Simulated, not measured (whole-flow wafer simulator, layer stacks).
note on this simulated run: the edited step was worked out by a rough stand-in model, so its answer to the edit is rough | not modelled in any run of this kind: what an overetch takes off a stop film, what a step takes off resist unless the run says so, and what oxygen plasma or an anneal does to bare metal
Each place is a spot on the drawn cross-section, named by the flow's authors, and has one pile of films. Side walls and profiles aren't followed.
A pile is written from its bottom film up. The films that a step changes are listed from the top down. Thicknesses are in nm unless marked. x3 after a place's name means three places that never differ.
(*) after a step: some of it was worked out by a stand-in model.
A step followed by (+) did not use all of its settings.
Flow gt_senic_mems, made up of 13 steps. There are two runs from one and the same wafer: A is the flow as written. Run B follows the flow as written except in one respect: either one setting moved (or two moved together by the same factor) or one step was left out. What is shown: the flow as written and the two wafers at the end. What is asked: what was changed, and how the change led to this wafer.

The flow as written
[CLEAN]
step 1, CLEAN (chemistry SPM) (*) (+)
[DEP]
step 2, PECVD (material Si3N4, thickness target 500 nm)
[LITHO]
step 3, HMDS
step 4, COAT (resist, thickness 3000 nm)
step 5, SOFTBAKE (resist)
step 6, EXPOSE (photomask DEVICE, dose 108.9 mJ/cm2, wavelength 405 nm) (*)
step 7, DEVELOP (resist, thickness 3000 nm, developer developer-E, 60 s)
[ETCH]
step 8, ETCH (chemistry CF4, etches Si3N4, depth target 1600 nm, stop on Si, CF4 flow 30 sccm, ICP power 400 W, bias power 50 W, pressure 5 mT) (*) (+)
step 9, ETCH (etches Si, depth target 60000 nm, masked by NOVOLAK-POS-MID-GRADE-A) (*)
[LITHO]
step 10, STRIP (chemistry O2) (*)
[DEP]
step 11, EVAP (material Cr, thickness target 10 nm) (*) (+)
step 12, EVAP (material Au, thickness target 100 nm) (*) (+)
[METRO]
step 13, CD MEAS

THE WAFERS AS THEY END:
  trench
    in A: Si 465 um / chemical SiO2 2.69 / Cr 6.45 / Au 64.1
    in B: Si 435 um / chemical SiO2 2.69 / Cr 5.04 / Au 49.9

Cause: step 9, ETCH: depth target 90000 nm was run, while the flow as written has depth target 60000 nm.

Step by step, how the change led to this:
  step 9, ETCH (etches Si, depth target 60000 nm, masked by NOVOLAK-POS-MID-GRADE-A) (*)
      field: A -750 resist | B -1125 resist
      trench: A -60 um Si | B -90 um Si
  step 10, STRIP (chemistry O2) (*)
      field: A -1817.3 resist (all of it) | B -1442.3 resist (all of it)
  step 11, EVAP (material Cr, thickness target 10 nm) (*) (+)
      trench: A +6.45 Cr (new film) | B +5.04 Cr (new film)
  step 12, EVAP (material Au, thickness target 100 nm) (*) (+)
      trench: A +64.1 Au (new film) | B +49.9 Au (new film)
